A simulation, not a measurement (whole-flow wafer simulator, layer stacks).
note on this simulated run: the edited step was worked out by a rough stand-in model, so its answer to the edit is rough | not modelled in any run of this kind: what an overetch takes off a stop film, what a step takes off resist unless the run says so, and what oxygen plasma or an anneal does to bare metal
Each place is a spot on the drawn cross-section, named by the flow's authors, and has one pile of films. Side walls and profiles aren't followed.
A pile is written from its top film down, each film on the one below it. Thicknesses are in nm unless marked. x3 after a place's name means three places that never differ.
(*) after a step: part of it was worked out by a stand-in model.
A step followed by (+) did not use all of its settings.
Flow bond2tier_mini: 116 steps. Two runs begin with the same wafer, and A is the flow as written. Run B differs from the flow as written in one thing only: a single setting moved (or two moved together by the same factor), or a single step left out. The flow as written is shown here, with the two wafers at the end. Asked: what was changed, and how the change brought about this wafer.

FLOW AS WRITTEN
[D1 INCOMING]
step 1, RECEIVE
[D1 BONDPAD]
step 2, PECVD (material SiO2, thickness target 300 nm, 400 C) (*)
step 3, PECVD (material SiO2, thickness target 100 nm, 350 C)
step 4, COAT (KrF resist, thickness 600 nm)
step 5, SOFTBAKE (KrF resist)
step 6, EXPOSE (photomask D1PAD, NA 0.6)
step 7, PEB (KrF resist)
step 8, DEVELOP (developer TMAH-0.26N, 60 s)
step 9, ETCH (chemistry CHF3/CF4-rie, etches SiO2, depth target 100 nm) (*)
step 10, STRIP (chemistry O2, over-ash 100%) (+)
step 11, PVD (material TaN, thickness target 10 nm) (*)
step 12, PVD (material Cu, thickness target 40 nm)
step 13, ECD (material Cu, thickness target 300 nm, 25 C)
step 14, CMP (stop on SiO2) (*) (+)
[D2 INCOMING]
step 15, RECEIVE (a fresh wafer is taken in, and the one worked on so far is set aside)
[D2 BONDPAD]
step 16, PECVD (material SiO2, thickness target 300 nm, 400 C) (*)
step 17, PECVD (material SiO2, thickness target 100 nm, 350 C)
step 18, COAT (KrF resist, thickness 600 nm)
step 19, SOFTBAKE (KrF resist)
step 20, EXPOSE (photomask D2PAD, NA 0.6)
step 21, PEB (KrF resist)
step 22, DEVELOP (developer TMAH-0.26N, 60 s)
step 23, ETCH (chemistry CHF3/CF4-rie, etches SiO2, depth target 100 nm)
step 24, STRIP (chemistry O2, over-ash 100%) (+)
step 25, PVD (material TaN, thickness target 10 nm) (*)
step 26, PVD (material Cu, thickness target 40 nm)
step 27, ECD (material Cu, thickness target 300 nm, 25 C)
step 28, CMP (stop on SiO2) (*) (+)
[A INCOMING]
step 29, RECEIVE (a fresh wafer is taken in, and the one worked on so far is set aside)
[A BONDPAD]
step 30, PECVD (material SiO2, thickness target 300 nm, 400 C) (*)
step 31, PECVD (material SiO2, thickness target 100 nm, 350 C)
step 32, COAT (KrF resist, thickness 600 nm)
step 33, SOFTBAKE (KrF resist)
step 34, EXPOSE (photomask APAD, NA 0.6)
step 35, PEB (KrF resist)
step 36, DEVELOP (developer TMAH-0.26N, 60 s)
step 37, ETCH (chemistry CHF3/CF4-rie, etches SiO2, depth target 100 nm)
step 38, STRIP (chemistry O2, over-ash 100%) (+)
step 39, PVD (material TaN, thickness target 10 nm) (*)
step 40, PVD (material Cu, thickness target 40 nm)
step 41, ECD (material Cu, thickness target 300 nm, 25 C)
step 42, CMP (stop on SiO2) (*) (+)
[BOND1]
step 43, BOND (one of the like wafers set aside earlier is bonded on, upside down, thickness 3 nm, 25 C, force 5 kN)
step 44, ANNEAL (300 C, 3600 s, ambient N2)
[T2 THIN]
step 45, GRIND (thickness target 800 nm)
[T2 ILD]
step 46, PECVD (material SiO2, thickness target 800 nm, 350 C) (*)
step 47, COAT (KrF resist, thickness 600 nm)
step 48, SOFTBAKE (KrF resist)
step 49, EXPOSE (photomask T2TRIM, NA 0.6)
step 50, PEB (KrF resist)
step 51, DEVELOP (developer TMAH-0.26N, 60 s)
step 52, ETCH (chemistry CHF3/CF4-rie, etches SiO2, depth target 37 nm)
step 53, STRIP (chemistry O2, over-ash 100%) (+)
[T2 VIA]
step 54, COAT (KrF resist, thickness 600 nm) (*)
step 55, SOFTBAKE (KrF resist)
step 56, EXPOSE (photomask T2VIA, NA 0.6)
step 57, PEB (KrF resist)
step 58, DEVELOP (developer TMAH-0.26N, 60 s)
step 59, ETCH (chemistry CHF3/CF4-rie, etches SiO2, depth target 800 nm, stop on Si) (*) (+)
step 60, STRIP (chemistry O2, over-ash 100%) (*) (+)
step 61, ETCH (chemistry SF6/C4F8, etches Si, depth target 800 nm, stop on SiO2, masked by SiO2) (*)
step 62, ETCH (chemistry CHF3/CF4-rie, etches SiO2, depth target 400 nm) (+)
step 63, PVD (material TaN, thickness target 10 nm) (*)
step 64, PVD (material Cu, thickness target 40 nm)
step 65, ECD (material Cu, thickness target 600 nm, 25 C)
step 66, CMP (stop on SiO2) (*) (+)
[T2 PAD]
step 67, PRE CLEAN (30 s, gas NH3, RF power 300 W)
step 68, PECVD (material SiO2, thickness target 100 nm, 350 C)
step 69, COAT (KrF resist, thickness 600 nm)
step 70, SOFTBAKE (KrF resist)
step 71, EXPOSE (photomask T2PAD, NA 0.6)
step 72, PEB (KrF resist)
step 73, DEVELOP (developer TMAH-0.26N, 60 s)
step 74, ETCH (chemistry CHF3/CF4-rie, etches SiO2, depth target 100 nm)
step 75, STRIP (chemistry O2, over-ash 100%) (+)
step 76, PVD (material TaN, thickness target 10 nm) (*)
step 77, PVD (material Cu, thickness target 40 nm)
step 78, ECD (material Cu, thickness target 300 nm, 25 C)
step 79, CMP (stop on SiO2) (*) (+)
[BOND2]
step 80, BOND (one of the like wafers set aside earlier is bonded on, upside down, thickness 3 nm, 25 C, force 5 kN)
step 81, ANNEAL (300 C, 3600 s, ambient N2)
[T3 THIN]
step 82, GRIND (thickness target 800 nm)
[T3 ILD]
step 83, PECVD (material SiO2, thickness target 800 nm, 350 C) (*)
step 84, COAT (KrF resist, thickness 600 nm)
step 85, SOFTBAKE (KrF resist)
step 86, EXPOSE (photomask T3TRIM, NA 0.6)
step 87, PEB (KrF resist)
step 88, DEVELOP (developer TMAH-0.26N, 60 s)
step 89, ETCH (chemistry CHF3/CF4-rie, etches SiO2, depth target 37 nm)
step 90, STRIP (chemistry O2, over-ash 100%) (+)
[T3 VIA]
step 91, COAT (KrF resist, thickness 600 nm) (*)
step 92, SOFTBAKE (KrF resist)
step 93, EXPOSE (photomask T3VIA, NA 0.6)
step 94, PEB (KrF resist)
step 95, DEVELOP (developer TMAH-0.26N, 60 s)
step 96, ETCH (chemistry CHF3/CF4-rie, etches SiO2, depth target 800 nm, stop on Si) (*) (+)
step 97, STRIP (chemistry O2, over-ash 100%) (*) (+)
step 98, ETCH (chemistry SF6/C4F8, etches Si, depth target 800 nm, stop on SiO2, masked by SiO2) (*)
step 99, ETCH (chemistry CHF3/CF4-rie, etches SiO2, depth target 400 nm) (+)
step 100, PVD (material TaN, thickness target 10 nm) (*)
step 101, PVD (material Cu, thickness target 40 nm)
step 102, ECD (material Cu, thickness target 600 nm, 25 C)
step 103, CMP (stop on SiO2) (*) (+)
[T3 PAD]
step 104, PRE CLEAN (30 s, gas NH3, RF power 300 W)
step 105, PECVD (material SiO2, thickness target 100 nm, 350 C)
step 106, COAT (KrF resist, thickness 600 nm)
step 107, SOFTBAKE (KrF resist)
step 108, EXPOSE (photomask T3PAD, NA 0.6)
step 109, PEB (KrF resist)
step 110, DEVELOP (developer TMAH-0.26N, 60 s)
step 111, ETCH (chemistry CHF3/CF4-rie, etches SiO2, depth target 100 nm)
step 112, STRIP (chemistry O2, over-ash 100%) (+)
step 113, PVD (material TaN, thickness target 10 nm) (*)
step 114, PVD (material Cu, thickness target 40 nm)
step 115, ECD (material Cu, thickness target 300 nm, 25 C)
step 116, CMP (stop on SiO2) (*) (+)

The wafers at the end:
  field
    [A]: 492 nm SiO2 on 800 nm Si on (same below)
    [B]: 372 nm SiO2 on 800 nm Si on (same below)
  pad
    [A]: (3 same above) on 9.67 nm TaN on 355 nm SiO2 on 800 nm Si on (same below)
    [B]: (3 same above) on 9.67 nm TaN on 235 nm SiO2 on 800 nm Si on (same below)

The reason: step 83, PECVD: thickness target 680 nm was run, whereas the flow has thickness target 800 nm.

The path from the change to this, step by step:
  step 83, PECVD (material SiO2, thickness target 800 nm, 350 C) (*)
      field, pad: A +800 SiO2 (new film) | B +680 SiO2 (new film)
